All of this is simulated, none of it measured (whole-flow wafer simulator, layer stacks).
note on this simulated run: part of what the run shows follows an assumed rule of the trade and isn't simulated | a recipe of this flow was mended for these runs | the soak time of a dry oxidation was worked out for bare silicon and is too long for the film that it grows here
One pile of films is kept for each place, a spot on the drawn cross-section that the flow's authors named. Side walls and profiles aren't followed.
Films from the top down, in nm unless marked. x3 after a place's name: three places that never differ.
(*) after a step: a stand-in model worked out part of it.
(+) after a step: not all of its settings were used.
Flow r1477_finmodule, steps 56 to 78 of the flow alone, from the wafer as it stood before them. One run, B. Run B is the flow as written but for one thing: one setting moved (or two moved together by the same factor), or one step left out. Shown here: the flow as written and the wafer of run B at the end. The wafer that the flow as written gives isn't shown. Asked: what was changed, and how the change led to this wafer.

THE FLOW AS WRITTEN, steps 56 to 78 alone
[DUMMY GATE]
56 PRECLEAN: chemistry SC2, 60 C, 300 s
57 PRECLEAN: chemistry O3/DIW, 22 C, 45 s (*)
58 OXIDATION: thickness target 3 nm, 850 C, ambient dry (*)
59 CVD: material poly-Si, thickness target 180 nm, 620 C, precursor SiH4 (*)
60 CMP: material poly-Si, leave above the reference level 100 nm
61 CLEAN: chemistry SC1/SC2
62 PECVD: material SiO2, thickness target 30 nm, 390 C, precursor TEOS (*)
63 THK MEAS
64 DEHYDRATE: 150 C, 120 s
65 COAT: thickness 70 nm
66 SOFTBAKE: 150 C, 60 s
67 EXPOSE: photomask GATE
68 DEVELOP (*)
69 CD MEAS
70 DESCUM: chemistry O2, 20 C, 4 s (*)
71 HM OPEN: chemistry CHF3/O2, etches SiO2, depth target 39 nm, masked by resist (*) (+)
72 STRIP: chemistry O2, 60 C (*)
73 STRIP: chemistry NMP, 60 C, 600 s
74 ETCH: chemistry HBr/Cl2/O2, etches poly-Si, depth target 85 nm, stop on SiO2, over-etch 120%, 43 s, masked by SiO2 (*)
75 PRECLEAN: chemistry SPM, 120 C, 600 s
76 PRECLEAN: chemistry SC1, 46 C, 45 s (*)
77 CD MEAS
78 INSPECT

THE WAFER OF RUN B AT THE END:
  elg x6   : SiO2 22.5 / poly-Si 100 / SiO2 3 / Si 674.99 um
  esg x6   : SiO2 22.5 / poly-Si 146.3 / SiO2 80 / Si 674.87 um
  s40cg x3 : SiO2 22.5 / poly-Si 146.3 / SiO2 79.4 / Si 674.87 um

The cause: step 61, CLEAN: chemistry SC1/SC2, was left out.

How the change led to this, step by step:
  71 HM OPEN: chemistry CHF3/O2, etches SiO2, depth target 39 nm, masked by resist (*) (+)
      pad, elo x6, eso x3, e200lo, e200so, s40co x3, s40so x3: SiO2 -30 (all of it), poly-Si -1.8 (as written it would be: SiO2 -30 (all of it), chemical SiO2 -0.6 (all of it), poly-Si -1.68)
